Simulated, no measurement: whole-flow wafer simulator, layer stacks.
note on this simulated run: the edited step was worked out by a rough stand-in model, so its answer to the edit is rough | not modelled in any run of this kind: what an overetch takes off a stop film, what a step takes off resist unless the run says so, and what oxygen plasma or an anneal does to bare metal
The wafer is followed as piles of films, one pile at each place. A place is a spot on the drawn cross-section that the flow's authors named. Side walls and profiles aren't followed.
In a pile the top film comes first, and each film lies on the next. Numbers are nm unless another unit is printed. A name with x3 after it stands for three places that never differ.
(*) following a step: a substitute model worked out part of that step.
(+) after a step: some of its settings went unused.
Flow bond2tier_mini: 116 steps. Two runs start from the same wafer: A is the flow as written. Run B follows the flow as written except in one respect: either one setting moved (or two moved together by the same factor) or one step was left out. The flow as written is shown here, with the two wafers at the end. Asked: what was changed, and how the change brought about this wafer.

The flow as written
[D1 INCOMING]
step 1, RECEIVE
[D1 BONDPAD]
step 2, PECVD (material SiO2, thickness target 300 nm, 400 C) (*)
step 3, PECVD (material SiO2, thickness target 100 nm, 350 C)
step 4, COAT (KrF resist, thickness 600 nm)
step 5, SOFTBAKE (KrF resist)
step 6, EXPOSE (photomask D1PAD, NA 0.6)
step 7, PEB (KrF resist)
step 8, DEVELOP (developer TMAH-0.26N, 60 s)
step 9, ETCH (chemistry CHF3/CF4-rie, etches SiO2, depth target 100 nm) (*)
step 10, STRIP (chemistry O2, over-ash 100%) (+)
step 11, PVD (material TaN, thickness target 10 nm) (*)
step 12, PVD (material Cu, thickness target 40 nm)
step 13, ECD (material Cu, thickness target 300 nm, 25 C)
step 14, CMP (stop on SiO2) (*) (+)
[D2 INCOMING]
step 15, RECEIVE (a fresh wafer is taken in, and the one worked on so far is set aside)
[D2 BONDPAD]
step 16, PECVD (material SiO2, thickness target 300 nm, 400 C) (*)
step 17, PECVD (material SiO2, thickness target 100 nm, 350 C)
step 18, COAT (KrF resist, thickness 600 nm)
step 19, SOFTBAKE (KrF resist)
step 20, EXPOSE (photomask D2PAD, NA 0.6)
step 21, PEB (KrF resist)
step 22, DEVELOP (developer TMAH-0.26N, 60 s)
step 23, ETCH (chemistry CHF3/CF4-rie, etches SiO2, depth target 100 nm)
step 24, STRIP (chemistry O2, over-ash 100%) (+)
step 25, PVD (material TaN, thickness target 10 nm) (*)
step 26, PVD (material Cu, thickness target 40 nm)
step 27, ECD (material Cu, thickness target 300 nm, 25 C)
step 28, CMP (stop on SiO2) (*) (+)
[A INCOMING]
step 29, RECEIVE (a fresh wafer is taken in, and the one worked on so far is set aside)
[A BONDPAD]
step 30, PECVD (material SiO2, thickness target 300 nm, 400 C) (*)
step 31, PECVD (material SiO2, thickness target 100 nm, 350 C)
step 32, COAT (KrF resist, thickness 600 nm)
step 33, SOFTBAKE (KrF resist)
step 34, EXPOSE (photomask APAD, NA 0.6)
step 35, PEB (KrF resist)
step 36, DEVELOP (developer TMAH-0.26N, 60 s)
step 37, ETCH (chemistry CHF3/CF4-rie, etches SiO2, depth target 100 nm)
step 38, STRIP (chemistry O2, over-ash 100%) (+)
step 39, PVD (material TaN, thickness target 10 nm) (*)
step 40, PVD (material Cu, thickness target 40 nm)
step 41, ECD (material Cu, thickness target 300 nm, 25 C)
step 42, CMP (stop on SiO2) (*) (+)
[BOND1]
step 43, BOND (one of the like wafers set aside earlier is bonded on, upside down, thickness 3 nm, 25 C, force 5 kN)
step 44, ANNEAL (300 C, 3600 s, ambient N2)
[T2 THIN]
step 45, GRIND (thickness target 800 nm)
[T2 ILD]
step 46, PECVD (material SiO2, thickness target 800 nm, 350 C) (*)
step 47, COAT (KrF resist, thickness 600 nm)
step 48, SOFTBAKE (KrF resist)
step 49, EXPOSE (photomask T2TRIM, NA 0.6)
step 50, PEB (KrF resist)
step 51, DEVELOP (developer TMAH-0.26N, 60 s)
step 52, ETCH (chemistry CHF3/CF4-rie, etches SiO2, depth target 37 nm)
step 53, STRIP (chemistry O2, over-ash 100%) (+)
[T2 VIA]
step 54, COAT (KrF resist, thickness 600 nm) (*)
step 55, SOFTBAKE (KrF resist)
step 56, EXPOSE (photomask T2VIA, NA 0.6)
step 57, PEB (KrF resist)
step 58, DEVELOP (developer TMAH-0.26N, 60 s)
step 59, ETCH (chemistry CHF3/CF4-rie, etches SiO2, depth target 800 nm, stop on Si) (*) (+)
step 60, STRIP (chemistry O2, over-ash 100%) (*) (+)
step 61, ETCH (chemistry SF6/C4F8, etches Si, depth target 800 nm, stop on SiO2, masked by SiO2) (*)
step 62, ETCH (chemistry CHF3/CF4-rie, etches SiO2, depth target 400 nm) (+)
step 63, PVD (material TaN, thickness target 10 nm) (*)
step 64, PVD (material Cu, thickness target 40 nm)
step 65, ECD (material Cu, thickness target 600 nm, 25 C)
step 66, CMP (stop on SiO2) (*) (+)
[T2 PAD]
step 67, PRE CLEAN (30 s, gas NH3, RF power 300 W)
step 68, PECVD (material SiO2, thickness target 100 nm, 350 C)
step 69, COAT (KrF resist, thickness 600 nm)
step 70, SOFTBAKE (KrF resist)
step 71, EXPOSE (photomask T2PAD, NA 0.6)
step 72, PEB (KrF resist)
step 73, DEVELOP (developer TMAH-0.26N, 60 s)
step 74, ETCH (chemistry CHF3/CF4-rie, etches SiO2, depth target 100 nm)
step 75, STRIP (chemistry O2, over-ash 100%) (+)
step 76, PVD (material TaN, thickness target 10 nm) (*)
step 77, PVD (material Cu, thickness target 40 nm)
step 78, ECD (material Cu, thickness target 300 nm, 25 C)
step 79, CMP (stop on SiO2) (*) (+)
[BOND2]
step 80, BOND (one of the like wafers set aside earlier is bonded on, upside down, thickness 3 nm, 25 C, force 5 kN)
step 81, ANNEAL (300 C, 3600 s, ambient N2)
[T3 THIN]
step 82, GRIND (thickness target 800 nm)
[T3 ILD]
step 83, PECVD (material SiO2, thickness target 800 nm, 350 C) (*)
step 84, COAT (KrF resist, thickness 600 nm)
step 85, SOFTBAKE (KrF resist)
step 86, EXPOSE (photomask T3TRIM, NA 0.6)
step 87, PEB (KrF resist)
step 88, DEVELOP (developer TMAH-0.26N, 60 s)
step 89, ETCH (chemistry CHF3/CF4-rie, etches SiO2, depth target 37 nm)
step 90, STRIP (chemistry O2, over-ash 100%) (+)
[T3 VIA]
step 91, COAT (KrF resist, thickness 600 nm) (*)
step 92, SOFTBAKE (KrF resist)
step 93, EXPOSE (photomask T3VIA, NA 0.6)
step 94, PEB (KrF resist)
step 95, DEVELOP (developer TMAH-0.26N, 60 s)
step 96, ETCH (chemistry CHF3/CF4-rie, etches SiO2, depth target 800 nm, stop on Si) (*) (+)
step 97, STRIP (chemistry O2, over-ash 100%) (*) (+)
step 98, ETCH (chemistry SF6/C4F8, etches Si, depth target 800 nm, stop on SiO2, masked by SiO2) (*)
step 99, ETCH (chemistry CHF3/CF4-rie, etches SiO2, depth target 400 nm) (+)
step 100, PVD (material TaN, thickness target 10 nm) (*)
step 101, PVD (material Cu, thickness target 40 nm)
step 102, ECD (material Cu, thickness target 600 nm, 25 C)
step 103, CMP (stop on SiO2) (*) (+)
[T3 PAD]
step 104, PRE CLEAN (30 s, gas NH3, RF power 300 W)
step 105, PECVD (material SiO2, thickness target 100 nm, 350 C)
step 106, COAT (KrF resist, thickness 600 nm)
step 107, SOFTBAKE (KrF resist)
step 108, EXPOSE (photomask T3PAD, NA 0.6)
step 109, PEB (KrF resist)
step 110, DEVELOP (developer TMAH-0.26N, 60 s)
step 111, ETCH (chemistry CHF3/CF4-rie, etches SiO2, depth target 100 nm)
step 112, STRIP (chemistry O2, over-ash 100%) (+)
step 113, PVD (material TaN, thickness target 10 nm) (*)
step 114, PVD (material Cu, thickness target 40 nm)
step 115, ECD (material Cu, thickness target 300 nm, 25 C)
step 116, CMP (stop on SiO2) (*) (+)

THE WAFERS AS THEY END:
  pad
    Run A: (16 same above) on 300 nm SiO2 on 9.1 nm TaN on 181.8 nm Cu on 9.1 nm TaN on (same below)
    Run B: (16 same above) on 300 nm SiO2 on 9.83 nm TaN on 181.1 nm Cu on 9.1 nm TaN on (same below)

Cause: step 11, PVD: thickness target 10.8 nm was run, though the flow has thickness target 10 nm.

Step by step, how the change led to this:
  step 11, PVD (material TaN, thickness target 10 nm) (*)
      field: A TaN gains 10 (new film) | B TaN gains 10.8 (new film)
      pad: A TaN gains 9.1 (new film) | B TaN gains 9.83 (new film)
      (also at 1 further place)
  step 14, CMP (stop on SiO2) (*) (+)
      field: A Cu loses 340 (all of it), TaN loses 10 (all of it) | B Cu loses 340 (all of it), TaN loses 10.8 (all of it)
  step 43, BOND (one of the like wafers set aside earlier is bonded on, upside down, thickness 3 nm, 25 C, force 5 kN)
      pad: A Si gains 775 um (new film), chemical SiO2 gains 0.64 (new film), SiO2 gains 300 (new film), TaN gains 9.1 (new film), Cu gains 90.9 | B Si gains 775 um (new film), chemical SiO2 gains 0.64 (new film), SiO2 gains 300 (new film), TaN gains 9.83 (new film), Cu gains 90.2
      via: A Si gains 775 um (new film), chemical SiO2 gains 0.64 (new film), SiO2 gains 300 (new film), TaN gains 9.97 (new film), Cu gains 90 | B Si gains 775 um (new film), chemical SiO2 gains 0.64 (new film), SiO2 gains 300 (new film), TaN gains 10.8 (new film), Cu gains 89.2
